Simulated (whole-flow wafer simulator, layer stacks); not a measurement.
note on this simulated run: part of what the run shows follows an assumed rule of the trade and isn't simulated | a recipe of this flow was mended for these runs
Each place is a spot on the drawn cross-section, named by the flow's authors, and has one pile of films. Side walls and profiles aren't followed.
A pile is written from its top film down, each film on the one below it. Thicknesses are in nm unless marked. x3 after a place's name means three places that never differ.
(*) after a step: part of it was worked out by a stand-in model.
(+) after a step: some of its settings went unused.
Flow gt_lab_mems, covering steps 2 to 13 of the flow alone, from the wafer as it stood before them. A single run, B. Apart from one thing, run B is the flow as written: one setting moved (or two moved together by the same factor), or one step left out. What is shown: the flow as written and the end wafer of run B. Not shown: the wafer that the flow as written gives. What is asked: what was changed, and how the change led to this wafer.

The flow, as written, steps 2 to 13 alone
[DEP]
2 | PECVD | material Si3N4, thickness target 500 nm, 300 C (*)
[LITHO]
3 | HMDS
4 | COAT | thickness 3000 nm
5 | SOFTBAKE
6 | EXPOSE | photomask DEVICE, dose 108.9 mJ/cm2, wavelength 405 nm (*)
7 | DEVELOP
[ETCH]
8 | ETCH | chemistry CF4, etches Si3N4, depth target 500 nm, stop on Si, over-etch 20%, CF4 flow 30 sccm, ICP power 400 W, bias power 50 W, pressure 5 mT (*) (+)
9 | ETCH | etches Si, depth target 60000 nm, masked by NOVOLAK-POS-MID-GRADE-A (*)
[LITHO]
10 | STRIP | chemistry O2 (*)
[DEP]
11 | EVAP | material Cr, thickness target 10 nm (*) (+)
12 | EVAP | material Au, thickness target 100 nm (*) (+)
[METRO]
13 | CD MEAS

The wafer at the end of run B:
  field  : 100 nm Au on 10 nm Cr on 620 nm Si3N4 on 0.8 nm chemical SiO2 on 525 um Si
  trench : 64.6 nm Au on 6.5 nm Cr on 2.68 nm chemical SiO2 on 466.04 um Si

The reason: step 2, PECVD: thickness target 620 nm was run, whereas the flow has thickness target 500 nm.
One can read it off the wafer: field has Si3N4 620, and step 2 as written asks for 500 nm.

Step by step, how the change led to this:
  2 | PECVD | material Si3N4, thickness target 500 nm, 300 C (*)
      field, trench: Si3N4 gains 620 (new film) (as written it would have been: Si3N4 gains 500 (new film))
  8 | ETCH | chemistry CF4, etches Si3N4, depth target 500 nm, stop on Si, over-etch 20%, CF4 flow 30 sccm, ICP power 400 W, bias power 50 W, pressure 5 mT (*) (+)
      trench: Si3N4 loses 600 (as written it would have been: Si3N4 loses 500 (all of it), chemical SiO2 loses 0.8 (all of it), Si loses 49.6)
  9 | ETCH | etches Si, depth target 60000 nm, masked by NOVOLAK-POS-MID-GRADE-A (*)
      trench: Si3N4 loses 20 (all of it), chemical SiO2 loses 0.8 (all of it), Si loses 58.96 um (as written it would have been: Si loses 59.96 um)
